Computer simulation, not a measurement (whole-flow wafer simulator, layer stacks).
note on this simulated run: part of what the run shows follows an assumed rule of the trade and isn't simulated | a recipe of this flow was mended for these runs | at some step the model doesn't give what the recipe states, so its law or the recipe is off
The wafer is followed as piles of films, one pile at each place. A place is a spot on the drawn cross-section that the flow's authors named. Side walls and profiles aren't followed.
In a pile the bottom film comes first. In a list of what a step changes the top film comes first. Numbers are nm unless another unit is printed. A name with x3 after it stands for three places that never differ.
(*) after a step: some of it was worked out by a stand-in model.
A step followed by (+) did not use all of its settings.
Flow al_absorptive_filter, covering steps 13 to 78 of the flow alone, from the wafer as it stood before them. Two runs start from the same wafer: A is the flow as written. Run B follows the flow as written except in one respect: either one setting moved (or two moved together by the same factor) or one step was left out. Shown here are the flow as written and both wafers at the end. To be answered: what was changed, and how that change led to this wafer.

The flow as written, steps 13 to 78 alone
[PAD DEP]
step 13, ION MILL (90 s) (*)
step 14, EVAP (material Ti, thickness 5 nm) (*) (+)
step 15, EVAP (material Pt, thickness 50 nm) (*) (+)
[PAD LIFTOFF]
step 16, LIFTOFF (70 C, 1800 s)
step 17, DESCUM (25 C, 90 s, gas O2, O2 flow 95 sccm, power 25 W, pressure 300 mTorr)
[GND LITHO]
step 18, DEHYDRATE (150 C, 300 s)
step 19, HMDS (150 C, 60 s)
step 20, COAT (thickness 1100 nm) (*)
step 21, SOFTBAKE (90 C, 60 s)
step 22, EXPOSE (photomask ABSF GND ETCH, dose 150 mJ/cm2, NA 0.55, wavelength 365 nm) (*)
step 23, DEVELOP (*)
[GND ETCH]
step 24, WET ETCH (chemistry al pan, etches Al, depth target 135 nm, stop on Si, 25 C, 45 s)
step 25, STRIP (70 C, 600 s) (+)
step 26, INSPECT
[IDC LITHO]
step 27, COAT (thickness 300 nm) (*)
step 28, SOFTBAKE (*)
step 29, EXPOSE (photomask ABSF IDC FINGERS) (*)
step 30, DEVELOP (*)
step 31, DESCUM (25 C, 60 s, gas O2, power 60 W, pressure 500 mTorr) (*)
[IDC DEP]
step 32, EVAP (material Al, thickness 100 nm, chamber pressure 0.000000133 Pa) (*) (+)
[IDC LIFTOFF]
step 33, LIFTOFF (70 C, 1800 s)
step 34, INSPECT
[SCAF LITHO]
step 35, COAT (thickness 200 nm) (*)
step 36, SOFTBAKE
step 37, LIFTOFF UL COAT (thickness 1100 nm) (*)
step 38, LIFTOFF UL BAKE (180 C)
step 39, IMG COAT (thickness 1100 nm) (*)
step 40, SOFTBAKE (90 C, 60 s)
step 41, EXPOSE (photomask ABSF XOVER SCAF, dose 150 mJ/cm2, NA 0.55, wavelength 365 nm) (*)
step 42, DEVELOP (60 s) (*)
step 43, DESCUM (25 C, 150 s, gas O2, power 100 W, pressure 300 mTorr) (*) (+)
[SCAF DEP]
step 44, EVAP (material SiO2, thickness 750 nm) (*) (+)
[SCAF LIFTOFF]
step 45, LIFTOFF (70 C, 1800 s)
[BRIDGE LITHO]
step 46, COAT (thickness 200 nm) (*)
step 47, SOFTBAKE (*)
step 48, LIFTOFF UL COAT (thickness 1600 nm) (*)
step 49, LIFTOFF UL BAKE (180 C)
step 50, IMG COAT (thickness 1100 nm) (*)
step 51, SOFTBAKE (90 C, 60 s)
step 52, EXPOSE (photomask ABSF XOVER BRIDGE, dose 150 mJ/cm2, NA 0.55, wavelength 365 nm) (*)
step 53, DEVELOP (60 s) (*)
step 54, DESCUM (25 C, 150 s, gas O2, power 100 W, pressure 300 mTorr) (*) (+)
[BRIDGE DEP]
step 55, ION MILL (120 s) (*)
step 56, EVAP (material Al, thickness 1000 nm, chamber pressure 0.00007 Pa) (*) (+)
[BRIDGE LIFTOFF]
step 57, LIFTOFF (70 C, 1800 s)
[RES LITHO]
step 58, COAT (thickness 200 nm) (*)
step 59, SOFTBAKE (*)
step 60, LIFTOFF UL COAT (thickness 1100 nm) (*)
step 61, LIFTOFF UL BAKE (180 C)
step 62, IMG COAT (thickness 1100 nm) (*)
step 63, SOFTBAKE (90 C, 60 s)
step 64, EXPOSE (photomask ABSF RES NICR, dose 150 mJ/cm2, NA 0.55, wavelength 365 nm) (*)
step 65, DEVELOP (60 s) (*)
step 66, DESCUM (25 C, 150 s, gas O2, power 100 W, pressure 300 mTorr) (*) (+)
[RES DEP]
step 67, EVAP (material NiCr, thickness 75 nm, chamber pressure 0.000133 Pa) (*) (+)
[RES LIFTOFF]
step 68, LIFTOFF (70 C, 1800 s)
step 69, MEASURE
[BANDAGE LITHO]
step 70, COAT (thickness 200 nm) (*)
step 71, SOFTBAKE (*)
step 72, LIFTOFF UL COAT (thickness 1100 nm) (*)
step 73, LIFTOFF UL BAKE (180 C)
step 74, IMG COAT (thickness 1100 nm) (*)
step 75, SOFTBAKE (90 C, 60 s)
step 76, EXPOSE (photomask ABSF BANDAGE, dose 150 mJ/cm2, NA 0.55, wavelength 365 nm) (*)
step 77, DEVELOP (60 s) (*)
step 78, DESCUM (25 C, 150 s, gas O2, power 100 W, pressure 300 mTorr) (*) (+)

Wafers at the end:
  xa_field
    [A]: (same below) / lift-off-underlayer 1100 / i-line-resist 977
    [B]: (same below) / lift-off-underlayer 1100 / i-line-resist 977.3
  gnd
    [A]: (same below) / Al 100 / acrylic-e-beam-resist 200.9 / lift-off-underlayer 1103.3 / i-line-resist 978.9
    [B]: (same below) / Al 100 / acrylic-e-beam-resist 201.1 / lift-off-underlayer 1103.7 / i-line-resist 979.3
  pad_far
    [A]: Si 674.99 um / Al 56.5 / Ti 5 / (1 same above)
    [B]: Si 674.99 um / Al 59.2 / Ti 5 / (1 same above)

The reason: step 13, ION MILL: 82 s was run, while the flow as written has 90 s.

Step by step, how the change led to this:
  step 13, ION MILL (90 s) (*)
      gnd, ledge, res and 9 more: A -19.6 i-line-resist | B -17.9 i-line-resist
      pad_far, pad_near: A -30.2 Al | B -27.5 Al
